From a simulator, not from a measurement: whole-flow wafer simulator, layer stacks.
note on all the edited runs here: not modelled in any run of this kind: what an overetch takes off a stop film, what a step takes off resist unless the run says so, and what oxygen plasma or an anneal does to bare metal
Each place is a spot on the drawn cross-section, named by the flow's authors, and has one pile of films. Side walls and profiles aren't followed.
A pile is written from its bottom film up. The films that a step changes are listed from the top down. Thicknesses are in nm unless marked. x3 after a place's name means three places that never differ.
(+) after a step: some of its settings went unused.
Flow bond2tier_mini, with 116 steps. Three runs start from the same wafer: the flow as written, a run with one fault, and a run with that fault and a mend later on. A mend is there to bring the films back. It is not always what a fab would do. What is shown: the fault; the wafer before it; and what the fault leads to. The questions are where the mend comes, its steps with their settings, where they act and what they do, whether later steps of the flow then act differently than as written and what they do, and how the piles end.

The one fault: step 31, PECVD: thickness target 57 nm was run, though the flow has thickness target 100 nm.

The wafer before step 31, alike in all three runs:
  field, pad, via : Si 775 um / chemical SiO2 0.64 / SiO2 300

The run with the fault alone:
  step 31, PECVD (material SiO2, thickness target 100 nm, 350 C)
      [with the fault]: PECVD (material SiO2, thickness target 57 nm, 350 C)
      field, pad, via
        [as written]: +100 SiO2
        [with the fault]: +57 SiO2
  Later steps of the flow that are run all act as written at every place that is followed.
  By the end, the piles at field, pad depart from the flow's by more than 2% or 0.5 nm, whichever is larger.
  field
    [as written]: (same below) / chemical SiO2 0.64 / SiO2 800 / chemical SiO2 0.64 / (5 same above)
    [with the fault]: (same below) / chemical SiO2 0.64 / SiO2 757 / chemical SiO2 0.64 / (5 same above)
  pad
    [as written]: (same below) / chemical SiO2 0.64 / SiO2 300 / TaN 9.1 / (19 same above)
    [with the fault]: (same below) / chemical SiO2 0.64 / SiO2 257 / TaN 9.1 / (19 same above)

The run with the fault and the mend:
  The mend stands after step 36.
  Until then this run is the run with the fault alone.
  step 36a, STRIP (chemistry O2, over-ash 100%) (+)
      field
        -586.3 KrF resist (all of it)
  step 36b, PECVD (material SiO2, thickness target 43 nm, 350 C) (a further turn of the flow's step 31, with different settings)
      field, pad, via
        +43 SiO2
  step 36c, COAT (KrF resist, thickness 600 nm) (a further turn of the flow's step 32)
      field, pad, via
        +600 KrF resist (new film)
  step 36d, SOFTBAKE (KrF resist) (a further turn of the flow's step 33)
      alters no film at any place that is followed
  step 36e, EXPOSE (photomask APAD, NA 0.6) (a further turn of the flow's step 34)
      alters no film at any place that is followed
  step 36f, PEB (KrF resist) (a further turn of the flow's step 35)
      alters no film at any place that is followed
  step 36g, DEVELOP (developer TMAH-0.26N, 60 s) (a further turn of the flow's step 36)
      pad, via
        -600 KrF resist (all of it)
      field
        -13.7 KrF resist
  Later steps of the flow that are run all act as written at every place that is followed.
  By the end, the piles equal the flow's at every place that both follow.
